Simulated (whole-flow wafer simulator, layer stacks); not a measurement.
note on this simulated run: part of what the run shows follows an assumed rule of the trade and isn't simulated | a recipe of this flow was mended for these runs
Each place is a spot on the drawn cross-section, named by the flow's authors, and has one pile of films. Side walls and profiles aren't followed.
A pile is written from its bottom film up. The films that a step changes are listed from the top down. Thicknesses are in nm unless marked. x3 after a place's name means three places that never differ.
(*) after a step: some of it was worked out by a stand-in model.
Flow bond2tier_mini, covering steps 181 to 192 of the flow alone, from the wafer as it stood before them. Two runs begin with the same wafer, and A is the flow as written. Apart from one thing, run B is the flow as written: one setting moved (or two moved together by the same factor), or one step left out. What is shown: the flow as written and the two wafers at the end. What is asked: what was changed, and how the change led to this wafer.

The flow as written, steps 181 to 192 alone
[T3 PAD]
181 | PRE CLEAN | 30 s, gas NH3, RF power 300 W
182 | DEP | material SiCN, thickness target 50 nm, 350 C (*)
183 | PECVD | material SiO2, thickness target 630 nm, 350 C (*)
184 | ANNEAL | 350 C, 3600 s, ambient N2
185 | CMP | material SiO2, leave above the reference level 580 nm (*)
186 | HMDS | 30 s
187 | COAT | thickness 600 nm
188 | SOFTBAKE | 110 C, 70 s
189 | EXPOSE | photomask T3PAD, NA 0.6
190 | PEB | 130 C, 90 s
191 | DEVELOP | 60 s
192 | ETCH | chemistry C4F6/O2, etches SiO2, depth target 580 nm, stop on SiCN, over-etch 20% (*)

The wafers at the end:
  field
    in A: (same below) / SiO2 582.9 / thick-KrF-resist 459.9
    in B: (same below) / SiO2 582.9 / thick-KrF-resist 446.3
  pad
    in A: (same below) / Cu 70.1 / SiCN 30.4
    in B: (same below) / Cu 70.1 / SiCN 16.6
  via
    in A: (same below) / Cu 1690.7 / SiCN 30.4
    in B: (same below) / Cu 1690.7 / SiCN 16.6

The reason: step 192, ETCH: depth target 648.3 nm was run, whereas the flow has depth target 580 nm.

The path from the change to this, step by step:
  192 | ETCH | chemistry C4F6/O2, etches SiO2, depth target 580 nm, stop on SiCN, over-etch 20% (*)
      pad, via: A SiO2 loses 580 (all of it), SiCN loses 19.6 | B SiO2 loses 580 (all of it), SiCN loses 33.4
      field: A thick-KrF-resist loses 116 | B thick-KrF-resist loses 129.7
